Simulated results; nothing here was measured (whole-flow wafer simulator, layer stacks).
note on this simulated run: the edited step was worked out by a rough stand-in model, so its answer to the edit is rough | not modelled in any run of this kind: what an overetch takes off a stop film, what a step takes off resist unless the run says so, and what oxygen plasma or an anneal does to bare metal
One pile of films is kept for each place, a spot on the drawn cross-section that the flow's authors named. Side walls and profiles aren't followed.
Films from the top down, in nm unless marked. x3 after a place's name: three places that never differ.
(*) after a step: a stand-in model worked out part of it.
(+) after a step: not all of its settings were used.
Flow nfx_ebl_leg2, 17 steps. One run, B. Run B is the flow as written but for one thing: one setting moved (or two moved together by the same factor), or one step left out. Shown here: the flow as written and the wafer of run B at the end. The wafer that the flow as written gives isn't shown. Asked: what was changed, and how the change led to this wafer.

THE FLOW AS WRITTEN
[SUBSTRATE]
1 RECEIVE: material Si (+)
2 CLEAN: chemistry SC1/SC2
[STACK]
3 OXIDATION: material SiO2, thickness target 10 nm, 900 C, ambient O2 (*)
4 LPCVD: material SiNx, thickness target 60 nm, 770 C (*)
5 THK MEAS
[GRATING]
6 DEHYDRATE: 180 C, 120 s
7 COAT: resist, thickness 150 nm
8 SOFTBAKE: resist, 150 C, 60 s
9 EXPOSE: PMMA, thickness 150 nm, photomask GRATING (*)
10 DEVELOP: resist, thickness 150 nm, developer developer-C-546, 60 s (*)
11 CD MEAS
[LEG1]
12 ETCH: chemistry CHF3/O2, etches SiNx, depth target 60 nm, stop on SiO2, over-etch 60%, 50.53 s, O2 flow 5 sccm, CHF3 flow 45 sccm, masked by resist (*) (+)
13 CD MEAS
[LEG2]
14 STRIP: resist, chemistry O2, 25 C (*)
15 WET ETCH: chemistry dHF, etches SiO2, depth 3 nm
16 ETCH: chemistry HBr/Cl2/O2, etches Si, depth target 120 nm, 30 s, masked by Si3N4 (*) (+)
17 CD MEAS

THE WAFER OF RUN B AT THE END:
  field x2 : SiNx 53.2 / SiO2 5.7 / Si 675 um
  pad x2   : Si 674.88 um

The cause: step 3, OXIDATION: thickness target 5.7 nm was run, where the flow has thickness target 10 nm.
It can be read off the wafer: field x2 has SiO2 5.7, and step 3 as written asks for 10 nm.

How the change led to this, step by step:
  3 OXIDATION: material SiO2, thickness target 10 nm, 900 C, ambient O2 (*)
      field x2, pad x2: SiO2 +5.7 (new film), chemical SiO2 -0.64 (all of it), Si -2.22 (as written it would be: SiO2 +10 (new film), chemical SiO2 -0.64 (all of it), Si -4.12)
  12 ETCH: chemistry CHF3/O2, etches SiNx, depth target 60 nm, stop on SiO2, over-etch 60%, 50.53 s, O2 flow 5 sccm, CHF3 flow 45 sccm, masked by resist (*) (+)
      pad x2: SiNx -60 (all of it), SiO2 -5.7 (all of it) (as written it would be: SiNx -60 (all of it), SiO2 -10 (all of it))
